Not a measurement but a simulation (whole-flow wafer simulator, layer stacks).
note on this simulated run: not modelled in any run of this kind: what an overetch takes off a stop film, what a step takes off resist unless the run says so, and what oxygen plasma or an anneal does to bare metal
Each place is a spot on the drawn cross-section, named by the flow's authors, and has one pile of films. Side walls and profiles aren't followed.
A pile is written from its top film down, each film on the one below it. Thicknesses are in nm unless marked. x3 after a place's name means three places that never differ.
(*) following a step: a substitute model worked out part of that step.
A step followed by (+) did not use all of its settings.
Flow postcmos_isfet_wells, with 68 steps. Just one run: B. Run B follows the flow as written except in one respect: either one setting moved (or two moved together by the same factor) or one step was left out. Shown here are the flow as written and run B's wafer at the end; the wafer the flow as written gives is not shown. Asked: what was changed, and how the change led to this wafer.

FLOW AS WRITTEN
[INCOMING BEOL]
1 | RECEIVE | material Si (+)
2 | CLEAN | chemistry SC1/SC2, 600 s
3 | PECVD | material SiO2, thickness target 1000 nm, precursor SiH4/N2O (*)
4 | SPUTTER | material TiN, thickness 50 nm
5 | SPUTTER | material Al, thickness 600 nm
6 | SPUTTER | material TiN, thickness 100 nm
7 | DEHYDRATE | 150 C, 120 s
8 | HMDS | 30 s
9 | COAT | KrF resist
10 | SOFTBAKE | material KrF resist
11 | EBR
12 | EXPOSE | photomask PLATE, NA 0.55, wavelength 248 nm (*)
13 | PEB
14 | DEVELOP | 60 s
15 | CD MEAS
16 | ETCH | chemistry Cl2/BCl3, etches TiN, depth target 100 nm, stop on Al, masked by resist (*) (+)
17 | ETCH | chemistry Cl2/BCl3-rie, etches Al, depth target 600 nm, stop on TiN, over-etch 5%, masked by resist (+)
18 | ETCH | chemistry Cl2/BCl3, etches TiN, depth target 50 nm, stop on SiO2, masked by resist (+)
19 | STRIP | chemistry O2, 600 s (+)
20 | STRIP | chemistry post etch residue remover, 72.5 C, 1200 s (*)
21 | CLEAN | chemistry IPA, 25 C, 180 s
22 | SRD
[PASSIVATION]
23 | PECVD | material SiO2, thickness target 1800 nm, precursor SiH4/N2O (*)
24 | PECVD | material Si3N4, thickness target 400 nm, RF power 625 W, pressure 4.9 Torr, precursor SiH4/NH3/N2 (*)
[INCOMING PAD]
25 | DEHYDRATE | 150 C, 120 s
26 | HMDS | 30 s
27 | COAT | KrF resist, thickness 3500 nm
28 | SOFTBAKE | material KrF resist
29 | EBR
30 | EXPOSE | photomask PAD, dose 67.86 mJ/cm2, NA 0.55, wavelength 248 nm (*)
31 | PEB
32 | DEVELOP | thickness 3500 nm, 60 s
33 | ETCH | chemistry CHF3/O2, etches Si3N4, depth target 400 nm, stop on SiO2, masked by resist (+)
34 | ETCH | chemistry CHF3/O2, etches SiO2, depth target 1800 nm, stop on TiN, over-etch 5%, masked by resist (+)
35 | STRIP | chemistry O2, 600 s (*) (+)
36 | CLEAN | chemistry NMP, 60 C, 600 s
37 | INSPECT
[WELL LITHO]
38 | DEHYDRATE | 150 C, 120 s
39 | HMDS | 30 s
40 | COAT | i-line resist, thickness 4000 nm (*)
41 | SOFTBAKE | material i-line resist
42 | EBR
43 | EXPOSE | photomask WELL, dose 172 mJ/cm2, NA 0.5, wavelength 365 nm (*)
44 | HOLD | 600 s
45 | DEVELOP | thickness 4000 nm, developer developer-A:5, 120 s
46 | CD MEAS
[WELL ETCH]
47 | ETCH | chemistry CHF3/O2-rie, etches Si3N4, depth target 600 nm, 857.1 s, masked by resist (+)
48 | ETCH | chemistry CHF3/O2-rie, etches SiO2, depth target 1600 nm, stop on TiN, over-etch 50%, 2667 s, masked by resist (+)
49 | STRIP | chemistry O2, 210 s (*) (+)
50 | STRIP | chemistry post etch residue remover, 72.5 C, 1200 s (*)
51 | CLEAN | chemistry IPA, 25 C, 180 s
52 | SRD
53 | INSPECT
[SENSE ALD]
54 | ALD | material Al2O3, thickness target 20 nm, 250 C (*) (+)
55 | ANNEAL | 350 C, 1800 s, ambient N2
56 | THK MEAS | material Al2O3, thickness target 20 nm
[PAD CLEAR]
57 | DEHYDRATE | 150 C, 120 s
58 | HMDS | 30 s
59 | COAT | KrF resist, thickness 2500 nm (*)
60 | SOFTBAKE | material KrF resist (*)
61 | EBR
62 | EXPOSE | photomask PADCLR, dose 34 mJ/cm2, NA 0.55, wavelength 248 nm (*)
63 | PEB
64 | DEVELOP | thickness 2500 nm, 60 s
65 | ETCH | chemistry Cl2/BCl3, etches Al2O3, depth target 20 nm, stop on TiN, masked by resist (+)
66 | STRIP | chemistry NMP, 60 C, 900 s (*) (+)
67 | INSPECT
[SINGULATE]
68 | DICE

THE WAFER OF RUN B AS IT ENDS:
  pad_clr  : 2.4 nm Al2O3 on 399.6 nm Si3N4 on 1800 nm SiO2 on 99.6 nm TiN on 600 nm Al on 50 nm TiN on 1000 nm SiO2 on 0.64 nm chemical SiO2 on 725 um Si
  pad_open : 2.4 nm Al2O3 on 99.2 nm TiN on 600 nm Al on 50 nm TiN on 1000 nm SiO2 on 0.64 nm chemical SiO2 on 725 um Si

The reason: step 65, ETCH: depth target 17.6 nm was run, though the flow has depth target 20 nm.

How this came from the change, step by step:
  65 | ETCH | chemistry Cl2/BCl3, etches Al2O3, depth target 20 nm, stop on TiN, masked by resist (+)
      pad_clr, pad_open: Al2O3 loses 17.6 (it would be, as written: Al2O3 loses 20 (all of it))
      field, margin, pad_rim: KrF resist loses 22 (it would be, as written: KrF resist loses 25)
